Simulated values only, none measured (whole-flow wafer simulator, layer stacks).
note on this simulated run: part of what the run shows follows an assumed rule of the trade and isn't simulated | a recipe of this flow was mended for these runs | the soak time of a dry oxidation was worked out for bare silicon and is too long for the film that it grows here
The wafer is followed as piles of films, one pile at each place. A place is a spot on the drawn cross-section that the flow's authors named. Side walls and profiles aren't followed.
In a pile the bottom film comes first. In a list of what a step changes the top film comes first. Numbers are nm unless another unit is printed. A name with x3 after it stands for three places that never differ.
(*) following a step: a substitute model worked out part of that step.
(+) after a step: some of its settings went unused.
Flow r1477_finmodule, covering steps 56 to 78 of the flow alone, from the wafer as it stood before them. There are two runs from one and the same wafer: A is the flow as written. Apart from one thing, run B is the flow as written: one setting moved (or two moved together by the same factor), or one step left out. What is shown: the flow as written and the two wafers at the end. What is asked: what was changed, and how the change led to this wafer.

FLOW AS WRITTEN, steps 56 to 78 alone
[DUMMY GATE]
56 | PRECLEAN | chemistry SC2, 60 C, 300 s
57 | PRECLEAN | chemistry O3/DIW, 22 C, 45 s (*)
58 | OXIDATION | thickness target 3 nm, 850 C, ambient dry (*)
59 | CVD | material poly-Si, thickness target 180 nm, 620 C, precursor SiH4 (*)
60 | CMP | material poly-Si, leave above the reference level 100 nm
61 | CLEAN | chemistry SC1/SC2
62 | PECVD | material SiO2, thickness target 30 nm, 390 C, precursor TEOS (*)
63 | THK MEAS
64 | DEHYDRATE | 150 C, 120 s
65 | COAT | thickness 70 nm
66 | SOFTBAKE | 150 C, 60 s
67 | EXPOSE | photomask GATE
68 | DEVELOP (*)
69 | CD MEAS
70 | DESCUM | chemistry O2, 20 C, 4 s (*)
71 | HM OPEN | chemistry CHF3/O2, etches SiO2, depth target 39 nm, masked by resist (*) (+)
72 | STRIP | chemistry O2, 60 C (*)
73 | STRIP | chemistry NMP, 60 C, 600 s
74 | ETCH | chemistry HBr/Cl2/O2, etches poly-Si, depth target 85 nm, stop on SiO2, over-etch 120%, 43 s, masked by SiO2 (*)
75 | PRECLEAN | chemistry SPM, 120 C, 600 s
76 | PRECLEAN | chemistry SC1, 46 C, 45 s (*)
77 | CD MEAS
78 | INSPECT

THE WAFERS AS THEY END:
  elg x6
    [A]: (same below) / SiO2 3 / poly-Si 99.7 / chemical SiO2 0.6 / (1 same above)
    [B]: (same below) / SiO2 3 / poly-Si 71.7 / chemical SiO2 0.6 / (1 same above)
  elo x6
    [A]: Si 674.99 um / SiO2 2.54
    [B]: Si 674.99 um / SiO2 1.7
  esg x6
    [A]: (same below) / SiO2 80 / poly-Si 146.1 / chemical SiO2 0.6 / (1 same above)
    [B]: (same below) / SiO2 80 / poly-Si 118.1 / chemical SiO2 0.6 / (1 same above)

What caused this: step 59, CVD: thickness target 72 nm was run, while the flow as written has thickness target 180 nm.

Step by step, how the change led to this:
  59 | CVD | material poly-Si, thickness target 180 nm, 620 C, precursor SiH4 (*)
      esg x6, s40cg x3, eso x6, s40co x3: A poly-Si gains 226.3 (new film) | B poly-Si gains 118.3 (new film)
      pad, padg, elg x6, e200lg, elo x6, e200lo: A poly-Si gains 180 (new film) | B poly-Si gains 72 (new film)
      (also at 2 further places)
  60 | CMP | material poly-Si, leave above the reference level 100 nm
      elg x6, esg x6, e200lg, s40cg x3, elo x6, eso x6, e200lo, s40co x3: A poly-Si loses 80 | B nothing
      pad, padg: A poly-Si loses 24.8 | B nothing
      (also at 2 further places)
  65 | COAT | thickness 70 nm
      e200lg, e200lo: A e-beam-resist gains 70 (new film) | B e-beam-resist gains 66.9 (new film)
      e200sg, e200so: A e-beam-resist gains 70 (new film) | B e-beam-resist gains 86.7 (new film)
  68 | DEVELOP (*)
      e200lo: A e-beam-resist loses 70 (all of it) | B e-beam-resist loses 66.9 (all of it)
      e200so: A e-beam-resist loses 70 (all of it) | B e-beam-resist loses 86.7 (all of it)
  72 | STRIP | chemistry O2, 60 C (*)
      e200lg: A e-beam-resist loses 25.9 (all of it) | B e-beam-resist loses 22.8 (all of it)
      e200sg: A e-beam-resist loses 25.9 (all of it) | B e-beam-resist loses 42.6 (all of it)
  74 | ETCH | chemistry HBr/Cl2/O2, etches poly-Si, depth target 85 nm, stop on SiO2, over-etch 120%, 43 s, masked by SiO2 (*)
      eso x6, s40co x3: A chemical SiO2 loses 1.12 (all of it), poly-Si loses 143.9 (all of it), SiO2 loses 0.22 | B chemical SiO2 loses 1.27 (all of it), poly-Si loses 115.8 (all of it), SiO2 loses 0.36
      elo x6, e200lo: A chemical SiO2 loses 1.12 (all of it), poly-Si loses 97.6 (all of it), SiO2 loses 0.45 | B chemical SiO2 loses 1.27 (all of it), poly-Si loses 69.5 (all of it), SiO2 loses 1.28
      (also at 2 further places)
